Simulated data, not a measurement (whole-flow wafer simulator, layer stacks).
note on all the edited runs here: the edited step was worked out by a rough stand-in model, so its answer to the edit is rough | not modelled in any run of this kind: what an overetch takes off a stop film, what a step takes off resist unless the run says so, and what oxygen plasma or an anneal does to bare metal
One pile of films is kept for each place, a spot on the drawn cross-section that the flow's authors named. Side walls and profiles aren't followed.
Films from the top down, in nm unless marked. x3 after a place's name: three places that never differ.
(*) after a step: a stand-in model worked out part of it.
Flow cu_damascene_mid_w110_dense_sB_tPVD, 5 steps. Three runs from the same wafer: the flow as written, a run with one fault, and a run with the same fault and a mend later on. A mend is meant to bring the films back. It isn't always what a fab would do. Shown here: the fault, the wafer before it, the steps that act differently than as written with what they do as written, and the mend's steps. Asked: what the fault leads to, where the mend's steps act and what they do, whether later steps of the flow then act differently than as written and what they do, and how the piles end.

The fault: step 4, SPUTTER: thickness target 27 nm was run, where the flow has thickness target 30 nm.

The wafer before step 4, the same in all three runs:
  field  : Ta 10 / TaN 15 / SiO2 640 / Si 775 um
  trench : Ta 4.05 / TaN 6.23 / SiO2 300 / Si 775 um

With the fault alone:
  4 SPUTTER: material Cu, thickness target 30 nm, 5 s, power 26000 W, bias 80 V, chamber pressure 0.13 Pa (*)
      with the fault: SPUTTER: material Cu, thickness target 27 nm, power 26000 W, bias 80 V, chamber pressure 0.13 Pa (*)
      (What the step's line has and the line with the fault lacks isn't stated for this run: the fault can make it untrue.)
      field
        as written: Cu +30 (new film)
        with the fault: Cu +27 (new film)
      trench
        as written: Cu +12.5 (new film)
        with the fault: Cu +11.2 (new film)
  No later step of the flow acts differently than as written, at any place that is followed, by more than 2% or 0.5 nm, whichever is larger.
  At the end the piles differ from the flow's by more than 2% or 0.5 nm, whichever is larger, at field.
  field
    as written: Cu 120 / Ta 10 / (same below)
    with the fault: Cu 117 / Ta 10 / (same below)

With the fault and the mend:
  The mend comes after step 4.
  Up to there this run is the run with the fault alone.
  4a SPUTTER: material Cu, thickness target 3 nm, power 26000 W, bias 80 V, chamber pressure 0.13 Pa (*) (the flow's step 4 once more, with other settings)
      field
        Cu +3
      trench
        Cu +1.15
  No later step of the flow acts differently than as written, at any place that is followed, by more than 2% or 0.5 nm, whichever is larger.
  At the end the piles are the same as the flow's at every place that both follow.
